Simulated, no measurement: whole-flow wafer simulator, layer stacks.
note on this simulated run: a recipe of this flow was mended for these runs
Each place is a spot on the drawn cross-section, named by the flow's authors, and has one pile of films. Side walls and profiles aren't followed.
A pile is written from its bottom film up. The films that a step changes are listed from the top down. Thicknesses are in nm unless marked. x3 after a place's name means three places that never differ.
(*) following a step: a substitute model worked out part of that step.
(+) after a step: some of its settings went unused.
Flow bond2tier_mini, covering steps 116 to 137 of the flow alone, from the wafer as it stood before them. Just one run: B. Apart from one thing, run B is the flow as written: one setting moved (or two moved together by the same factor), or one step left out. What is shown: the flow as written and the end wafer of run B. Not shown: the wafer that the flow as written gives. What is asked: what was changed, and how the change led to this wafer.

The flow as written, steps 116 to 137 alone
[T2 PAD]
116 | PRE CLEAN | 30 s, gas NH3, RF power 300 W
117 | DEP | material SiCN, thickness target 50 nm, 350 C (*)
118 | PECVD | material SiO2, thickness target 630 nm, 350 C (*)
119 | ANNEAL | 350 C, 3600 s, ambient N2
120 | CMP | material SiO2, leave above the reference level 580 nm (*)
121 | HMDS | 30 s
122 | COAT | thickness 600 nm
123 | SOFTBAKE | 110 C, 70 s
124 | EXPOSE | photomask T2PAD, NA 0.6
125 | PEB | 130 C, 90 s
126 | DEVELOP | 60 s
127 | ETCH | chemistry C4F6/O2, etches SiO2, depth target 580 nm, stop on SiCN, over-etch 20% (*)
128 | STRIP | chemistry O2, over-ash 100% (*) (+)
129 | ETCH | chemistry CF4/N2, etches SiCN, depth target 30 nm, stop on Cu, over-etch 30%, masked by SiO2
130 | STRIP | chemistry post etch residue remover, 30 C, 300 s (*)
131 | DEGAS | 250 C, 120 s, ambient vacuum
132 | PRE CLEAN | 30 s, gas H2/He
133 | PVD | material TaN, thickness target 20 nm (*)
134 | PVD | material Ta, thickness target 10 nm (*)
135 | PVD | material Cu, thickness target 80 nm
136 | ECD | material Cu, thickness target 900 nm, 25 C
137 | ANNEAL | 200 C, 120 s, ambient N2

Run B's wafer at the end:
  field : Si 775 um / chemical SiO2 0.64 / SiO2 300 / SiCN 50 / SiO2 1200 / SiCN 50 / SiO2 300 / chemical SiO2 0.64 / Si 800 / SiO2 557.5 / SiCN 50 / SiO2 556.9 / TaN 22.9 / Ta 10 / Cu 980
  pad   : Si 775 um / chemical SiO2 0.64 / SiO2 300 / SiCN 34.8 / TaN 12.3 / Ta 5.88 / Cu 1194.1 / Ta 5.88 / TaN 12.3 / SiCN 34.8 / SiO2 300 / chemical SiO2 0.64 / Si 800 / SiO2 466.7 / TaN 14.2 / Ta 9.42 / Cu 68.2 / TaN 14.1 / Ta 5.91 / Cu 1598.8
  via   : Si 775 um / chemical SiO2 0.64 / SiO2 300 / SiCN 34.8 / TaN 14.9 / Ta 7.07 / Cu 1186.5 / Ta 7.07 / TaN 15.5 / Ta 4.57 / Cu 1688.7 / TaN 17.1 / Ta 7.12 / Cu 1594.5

The reason: step 133, PVD: thickness target 22.9 nm was run, though the flow has thickness target 20 nm.
The wafer lets one read it off: field has TaN 22.9, and step 133 as written asks for 20 nm.

The path from the change to this, step by step:
  133 | PVD | material TaN, thickness target 20 nm (*)
      field: +22.9 TaN (new film) (in the flow as written it would be: +20 TaN (new film))
      pad: +14.1 TaN (new film) (in the flow as written it would be: +12.3 TaN (new film))
      (as well as at 1 more place)
